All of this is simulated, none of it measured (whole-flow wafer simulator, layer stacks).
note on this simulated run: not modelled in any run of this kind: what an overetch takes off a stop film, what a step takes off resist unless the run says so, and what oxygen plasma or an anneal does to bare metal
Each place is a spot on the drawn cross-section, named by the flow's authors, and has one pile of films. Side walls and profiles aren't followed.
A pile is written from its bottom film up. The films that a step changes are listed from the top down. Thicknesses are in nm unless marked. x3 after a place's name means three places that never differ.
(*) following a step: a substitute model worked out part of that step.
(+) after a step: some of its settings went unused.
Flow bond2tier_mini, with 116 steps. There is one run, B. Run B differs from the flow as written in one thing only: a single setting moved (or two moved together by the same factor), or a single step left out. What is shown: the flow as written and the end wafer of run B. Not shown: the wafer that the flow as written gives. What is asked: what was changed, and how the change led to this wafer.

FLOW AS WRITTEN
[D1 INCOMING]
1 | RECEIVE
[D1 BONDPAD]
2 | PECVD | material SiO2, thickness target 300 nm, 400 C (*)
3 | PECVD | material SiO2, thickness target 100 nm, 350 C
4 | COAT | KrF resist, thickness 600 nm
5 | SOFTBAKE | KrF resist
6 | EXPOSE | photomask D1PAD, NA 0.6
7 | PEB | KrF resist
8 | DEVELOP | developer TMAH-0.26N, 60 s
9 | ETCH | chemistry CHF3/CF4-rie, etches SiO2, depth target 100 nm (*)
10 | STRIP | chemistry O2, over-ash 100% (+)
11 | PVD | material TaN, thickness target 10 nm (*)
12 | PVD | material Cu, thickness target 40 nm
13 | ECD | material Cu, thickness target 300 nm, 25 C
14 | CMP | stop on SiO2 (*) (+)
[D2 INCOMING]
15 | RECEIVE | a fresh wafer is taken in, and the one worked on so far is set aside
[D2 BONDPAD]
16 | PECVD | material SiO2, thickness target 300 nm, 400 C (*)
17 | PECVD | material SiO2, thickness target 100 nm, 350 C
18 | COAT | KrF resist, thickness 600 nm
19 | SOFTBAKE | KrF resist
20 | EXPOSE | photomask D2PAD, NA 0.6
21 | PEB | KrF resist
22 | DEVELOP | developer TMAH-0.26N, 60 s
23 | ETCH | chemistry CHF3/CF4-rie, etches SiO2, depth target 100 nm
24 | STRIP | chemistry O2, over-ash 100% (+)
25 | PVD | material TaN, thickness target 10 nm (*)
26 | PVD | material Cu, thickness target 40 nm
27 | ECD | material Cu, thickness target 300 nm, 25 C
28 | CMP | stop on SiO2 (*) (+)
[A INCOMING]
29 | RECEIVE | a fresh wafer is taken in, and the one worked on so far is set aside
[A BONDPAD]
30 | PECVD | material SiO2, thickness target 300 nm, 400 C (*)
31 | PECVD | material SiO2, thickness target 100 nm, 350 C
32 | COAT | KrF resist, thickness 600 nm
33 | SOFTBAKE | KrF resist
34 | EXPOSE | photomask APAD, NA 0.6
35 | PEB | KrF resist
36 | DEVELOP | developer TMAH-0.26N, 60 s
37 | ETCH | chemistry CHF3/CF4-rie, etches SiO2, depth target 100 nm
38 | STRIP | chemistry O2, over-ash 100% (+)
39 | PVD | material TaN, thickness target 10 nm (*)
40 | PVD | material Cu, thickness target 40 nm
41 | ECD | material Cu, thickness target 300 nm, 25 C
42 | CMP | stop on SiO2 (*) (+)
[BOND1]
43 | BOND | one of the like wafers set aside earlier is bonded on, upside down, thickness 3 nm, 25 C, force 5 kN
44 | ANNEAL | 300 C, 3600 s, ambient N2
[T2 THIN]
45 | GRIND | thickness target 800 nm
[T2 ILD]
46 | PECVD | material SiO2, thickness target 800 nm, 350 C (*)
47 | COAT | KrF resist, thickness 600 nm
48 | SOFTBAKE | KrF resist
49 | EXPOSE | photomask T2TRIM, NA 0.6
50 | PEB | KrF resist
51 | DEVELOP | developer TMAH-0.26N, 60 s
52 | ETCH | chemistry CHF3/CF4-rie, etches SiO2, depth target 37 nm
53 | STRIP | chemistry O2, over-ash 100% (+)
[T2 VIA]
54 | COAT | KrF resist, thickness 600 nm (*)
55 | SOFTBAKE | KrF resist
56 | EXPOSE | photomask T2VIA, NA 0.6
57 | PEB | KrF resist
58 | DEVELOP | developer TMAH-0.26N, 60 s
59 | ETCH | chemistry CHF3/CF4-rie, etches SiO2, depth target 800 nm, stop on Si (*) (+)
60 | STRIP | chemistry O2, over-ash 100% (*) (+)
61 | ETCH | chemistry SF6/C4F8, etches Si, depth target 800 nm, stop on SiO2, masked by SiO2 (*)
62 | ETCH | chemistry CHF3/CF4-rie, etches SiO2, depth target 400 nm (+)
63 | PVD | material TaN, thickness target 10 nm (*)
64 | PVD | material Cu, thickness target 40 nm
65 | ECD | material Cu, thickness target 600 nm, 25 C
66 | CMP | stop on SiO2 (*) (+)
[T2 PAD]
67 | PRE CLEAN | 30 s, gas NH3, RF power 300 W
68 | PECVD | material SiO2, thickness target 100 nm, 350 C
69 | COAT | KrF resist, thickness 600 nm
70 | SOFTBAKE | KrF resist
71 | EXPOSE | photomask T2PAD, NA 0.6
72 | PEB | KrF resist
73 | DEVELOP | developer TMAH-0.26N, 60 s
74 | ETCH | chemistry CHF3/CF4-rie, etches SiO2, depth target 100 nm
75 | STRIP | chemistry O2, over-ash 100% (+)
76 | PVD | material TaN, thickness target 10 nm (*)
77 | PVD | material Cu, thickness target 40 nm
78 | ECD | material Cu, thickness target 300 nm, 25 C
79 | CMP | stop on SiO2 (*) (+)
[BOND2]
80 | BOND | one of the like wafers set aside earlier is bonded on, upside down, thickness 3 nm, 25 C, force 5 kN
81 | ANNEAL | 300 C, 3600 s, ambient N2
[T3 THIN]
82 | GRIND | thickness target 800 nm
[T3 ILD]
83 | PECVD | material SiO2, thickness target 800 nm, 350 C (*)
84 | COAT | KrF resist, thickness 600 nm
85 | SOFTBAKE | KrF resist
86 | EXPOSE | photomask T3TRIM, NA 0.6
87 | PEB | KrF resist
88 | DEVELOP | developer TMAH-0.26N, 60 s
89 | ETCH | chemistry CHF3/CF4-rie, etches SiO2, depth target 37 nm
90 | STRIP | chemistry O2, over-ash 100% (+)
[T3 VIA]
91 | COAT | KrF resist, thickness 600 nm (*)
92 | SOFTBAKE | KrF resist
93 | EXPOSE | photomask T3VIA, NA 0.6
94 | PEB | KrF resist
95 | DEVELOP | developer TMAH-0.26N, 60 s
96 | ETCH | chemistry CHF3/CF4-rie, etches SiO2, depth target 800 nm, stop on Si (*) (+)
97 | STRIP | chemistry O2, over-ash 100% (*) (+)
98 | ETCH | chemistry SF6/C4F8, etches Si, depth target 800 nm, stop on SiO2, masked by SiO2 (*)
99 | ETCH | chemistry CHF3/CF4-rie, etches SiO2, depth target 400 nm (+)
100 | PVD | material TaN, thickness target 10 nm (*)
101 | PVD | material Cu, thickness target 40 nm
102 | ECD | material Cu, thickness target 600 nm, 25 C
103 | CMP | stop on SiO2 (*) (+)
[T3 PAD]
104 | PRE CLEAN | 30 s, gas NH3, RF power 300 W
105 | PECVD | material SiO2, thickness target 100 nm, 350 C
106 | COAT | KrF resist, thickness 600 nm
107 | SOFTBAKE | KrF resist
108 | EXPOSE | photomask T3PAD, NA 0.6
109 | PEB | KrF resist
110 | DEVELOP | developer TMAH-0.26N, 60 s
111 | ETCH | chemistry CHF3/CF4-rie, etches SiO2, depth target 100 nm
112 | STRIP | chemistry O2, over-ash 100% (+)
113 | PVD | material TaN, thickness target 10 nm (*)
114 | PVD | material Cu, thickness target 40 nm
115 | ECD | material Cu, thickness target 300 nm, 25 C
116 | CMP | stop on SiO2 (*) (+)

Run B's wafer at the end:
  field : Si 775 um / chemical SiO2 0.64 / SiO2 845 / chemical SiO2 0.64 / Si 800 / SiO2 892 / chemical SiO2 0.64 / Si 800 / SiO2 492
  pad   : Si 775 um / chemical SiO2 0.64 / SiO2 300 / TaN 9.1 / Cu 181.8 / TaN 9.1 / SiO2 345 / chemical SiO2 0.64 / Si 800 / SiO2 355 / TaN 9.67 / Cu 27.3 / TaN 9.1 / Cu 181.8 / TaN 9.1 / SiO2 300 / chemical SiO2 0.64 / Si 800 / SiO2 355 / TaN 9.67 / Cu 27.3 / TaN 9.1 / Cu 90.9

What caused this: step 3, PECVD: thickness target 145 nm was run, whereas the flow has thickness target 100 nm.

The path from the change to this, step by step:
  3 | PECVD | material SiO2, thickness target 100 nm, 350 C
      field, pad, via: SiO2 gains 145 (as written it would have been: SiO2 gains 100)
  43 | BOND | one of the like wafers set aside earlier is bonded on, upside down, thickness 3 nm, 25 C, force 5 kN
      field: Si gains 775 um (new film), chemical SiO2 gains 0.64 (new film), SiO2 gains 445 (as written it would have been: Si gains 775 um (new film), chemical SiO2 gains 0.64 (new film), SiO2 gains 400)
      pad: Si gains 775 um (new film), chemical SiO2 gains 0.64 (new film), SiO2 gains 345 (new film), TaN gains 9.1 (new film), Cu gains 90.9 (as written it would have been: Si gains 775 um (new film), chemical SiO2 gains 0.64 (new film), SiO2 gains 300 (new film), TaN gains 9.1 (new film), Cu gains 90.9)
      (and at 1 other place as well)
